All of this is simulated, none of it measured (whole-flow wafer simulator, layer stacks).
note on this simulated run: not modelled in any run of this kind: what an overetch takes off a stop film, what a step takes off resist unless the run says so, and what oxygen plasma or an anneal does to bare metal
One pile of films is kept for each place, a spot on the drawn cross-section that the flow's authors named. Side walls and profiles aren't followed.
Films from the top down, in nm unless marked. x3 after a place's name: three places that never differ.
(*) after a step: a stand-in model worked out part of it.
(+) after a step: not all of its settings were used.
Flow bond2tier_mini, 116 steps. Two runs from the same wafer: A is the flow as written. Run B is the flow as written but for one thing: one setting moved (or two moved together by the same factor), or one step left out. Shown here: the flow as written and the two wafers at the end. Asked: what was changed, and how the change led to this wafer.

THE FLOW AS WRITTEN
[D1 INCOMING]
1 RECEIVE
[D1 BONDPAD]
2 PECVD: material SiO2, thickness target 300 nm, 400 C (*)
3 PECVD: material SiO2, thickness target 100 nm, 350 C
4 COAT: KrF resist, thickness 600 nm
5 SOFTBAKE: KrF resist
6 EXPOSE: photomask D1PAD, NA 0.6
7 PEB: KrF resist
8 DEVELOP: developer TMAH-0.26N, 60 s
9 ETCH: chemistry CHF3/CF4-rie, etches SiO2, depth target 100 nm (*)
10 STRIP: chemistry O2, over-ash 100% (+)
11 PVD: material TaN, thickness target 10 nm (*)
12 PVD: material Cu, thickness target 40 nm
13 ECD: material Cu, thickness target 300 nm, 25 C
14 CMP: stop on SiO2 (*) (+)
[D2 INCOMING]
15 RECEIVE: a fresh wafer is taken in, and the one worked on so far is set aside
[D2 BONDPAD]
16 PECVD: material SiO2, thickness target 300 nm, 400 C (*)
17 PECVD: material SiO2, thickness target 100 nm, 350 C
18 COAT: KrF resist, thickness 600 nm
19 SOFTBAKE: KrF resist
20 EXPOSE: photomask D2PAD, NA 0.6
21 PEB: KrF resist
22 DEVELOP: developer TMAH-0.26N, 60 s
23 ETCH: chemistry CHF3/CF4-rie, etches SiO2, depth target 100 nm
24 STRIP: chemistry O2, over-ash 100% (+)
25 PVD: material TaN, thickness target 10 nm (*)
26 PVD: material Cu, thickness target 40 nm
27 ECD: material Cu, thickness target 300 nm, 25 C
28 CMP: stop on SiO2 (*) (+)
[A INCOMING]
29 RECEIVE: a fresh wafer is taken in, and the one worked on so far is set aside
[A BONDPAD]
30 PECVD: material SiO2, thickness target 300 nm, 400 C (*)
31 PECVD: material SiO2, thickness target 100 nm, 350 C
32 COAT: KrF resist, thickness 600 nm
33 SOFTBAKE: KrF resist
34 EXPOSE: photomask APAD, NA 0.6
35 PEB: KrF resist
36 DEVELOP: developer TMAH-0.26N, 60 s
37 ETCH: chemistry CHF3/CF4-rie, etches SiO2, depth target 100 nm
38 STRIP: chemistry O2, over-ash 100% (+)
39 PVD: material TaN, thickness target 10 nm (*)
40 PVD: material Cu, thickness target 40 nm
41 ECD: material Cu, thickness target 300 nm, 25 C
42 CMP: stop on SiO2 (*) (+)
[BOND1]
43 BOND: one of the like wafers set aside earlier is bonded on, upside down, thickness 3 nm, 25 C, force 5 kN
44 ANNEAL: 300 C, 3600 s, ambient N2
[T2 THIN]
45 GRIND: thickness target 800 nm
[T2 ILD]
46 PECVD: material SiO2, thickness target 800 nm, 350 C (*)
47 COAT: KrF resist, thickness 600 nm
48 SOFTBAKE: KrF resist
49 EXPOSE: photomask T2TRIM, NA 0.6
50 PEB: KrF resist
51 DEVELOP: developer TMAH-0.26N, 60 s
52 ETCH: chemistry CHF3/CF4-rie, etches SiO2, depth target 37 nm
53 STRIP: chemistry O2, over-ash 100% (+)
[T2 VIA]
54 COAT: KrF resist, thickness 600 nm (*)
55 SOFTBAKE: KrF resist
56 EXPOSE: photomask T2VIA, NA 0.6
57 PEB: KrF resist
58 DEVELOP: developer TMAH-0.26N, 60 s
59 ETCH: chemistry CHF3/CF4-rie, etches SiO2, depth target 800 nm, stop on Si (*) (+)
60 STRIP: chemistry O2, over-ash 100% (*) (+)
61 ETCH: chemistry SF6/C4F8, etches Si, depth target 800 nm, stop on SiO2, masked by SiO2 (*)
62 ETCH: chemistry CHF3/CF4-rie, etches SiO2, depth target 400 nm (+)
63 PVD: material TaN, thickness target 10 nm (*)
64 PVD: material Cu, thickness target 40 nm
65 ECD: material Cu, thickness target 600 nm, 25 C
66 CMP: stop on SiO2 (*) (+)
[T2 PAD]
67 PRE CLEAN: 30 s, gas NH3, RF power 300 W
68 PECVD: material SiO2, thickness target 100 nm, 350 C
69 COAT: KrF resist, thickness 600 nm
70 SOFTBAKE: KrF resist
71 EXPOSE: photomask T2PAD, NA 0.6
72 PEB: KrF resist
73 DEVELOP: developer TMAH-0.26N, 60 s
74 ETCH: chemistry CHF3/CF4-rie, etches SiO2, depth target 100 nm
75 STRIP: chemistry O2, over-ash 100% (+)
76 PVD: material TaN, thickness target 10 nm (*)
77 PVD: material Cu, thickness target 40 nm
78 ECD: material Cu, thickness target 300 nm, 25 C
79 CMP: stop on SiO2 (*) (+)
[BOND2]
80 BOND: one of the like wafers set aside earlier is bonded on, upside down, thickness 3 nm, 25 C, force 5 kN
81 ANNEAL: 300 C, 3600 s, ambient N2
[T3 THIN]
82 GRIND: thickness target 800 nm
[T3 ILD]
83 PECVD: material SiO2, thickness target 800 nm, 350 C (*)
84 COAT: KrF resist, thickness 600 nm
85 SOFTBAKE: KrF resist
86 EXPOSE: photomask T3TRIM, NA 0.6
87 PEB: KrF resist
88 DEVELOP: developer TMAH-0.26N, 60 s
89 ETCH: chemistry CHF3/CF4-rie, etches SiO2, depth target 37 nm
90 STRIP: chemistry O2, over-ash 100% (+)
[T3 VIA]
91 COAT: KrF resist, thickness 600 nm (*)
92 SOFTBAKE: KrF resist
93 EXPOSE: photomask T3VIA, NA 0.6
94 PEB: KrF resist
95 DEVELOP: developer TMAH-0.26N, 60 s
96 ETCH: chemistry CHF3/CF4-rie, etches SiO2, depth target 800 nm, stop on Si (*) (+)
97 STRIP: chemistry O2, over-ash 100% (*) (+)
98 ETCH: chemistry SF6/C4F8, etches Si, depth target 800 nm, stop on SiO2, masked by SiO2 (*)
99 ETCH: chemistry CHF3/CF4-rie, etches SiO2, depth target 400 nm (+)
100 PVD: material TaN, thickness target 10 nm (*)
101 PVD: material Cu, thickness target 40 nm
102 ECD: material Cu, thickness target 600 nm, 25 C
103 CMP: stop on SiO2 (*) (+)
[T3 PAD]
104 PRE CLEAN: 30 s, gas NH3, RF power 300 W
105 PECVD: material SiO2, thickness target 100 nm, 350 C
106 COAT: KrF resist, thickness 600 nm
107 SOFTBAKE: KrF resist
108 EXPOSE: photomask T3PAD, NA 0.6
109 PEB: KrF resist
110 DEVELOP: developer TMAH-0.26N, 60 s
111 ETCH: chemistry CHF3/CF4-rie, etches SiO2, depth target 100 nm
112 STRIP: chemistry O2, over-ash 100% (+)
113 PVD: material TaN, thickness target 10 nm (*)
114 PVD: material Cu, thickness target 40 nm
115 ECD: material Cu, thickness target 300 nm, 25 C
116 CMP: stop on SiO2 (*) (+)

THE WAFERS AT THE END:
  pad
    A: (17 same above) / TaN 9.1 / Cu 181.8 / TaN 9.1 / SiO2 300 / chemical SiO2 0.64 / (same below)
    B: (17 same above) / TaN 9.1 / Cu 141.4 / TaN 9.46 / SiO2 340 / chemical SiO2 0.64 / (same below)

The cause: step 37, ETCH: depth target 60 nm was run, where the flow has depth target 100 nm.

How the change led to this, step by step:
  37 ETCH: chemistry CHF3/CF4-rie, etches SiO2, depth target 100 nm
      pad, via: A SiO2 -100 | B SiO2 -60
      field: A KrF resist -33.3 | B KrF resist -20
  38 STRIP: chemistry O2, over-ash 100% (+)
      field: A KrF resist -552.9 (all of it) | B KrF resist -566.3 (all of it)
  40 PVD: material Cu, thickness target 40 nm
      pad: A Cu +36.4 (new film) | B Cu +37.8 (new film)
  41 ECD: material Cu, thickness target 300 nm, 25 C
      pad: A Cu +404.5 | B Cu +362.7
      via: A Cu +400.2 | B Cu +360
